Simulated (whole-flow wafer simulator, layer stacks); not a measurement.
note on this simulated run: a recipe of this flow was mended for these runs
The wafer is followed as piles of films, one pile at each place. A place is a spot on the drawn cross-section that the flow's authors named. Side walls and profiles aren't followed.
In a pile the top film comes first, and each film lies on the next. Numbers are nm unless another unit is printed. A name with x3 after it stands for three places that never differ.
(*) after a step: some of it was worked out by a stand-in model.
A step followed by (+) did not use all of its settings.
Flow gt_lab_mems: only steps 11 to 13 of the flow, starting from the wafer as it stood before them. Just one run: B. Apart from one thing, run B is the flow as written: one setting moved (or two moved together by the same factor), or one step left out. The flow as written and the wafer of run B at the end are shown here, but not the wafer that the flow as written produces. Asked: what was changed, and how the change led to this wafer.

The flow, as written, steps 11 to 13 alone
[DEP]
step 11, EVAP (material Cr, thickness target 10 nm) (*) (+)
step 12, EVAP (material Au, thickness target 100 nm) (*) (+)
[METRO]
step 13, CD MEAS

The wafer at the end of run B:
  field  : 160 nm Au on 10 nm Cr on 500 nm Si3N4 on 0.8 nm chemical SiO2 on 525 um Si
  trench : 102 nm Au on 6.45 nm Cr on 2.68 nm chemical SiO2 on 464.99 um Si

Cause: step 12, EVAP: thickness target 160 nm was run, while the flow as written has thickness target 100 nm.
The wafer lets one read it off: field has Au 160, and step 12 as written asks for 100 nm.

The path from the change to this, step by step:
  step 12, EVAP (material Au, thickness target 100 nm) (*) (+)
      field: Au gains 160 (new film) (it would be, as written: Au gains 100 (new film))
      trench: Au gains 102 (new film) (it would be, as written: Au gains 64.1 (new film))
